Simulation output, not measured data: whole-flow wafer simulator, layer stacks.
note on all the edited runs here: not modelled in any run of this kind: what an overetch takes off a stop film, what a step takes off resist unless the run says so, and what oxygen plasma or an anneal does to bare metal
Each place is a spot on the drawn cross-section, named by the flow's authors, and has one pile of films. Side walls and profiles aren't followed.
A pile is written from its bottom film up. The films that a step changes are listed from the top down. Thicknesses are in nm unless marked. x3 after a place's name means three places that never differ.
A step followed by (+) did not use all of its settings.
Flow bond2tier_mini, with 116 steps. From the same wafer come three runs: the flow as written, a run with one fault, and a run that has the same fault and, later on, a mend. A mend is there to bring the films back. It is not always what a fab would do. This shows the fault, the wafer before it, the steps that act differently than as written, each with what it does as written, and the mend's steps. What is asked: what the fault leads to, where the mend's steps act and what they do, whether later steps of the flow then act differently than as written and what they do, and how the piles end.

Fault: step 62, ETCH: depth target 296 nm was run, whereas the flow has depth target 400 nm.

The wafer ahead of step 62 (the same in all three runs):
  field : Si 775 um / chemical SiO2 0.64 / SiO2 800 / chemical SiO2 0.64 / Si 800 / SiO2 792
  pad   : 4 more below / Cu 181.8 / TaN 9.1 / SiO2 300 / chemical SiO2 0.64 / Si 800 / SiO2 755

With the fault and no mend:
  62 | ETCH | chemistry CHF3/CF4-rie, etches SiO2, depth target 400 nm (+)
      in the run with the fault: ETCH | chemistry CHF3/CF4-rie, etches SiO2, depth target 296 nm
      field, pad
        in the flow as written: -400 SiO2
        in the run with the fault: -296 SiO2
  None of the later steps of the flow acts differently than as written at any place that is followed.
  The piles end different from the flow's at field, pad by more than 2% or 0.5 nm, whichever is larger.
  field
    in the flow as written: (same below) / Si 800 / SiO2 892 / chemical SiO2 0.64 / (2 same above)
    in the run with the fault: (same below) / Si 800 / SiO2 996 / chemical SiO2 0.64 / (2 same above)
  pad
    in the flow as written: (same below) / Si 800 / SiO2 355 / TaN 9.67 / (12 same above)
    in the run with the fault: (same below) / Si 800 / SiO2 459 / TaN 9.67 / (12 same above)

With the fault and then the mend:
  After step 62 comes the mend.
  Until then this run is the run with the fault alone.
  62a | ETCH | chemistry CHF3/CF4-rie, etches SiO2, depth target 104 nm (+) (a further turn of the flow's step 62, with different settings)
      field, pad
        -104 SiO2
  None of the later steps of the flow acts differently than as written at any place that is followed.
  The piles end the same as the flow's at every place that both follow.
